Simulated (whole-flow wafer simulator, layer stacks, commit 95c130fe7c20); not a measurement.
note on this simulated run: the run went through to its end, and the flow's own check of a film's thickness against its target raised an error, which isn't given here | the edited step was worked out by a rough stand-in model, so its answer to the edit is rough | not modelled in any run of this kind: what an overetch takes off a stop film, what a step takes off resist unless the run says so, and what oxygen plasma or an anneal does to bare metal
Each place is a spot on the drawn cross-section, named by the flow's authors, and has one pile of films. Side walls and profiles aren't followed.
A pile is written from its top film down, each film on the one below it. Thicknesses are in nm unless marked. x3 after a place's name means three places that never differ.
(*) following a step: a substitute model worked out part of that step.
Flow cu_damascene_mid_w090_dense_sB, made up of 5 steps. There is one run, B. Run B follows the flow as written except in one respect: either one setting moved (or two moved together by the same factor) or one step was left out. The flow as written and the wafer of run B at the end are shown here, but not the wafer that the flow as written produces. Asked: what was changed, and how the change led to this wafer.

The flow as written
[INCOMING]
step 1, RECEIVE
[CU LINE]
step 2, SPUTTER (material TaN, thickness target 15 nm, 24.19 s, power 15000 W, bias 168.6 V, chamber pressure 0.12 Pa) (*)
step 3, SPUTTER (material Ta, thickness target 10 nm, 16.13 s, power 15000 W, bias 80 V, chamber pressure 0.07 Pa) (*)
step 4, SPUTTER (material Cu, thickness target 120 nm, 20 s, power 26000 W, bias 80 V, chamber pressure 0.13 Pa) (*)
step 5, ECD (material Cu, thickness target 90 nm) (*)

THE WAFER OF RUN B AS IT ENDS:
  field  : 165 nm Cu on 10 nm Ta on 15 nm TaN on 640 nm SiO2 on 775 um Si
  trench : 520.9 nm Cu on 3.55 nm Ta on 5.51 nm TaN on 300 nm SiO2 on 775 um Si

Cause: step 4, SPUTTER: thickness target 75 nm was run, while the flow as written has thickness target 120 nm; step 4, SPUTTER: 12.5 s was run, where the flow has 20 s.

The path from the change to this, step by step:
  step 4, SPUTTER (material Cu, thickness target 120 nm, 20 s, power 26000 W, bias 80 V, chamber pressure 0.13 Pa) (*)
      field: +75 Cu (new film) (in the flow as written it would be: +120 Cu (new film))
      trench: +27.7 Cu (new film) (in the flow as written it would be: +44.3 Cu (new film))
  step 5, ECD (material Cu, thickness target 90 nm) (*)
      trench: +493.2 Cu (in the flow as written it would be: +521.6 Cu)
